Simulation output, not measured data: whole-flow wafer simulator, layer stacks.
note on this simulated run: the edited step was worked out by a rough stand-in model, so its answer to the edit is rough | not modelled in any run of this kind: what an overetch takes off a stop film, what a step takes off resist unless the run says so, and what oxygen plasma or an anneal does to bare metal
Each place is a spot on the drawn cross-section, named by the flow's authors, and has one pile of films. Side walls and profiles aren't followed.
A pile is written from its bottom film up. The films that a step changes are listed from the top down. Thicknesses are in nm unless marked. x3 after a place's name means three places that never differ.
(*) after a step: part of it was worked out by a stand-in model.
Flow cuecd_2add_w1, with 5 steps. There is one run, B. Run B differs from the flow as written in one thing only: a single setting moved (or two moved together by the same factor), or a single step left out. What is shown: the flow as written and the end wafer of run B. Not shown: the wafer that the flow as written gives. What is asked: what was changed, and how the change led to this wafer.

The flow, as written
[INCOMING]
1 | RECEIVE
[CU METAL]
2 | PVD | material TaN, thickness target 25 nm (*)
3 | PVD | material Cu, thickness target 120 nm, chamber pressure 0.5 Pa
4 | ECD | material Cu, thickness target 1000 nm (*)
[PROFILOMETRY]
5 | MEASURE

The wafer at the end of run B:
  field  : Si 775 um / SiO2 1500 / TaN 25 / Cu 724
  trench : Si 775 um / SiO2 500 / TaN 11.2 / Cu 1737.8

The reason: step 4, ECD: thickness target 604 nm was run, while the flow as written has thickness target 1000 nm.

The path from the change to this, step by step:
  4 | ECD | material Cu, thickness target 1000 nm (*)
      field: +604 Cu (as written it would have been: +1000 Cu)
      trench: +1684.2 Cu (as written it would have been: +2080.2 Cu)
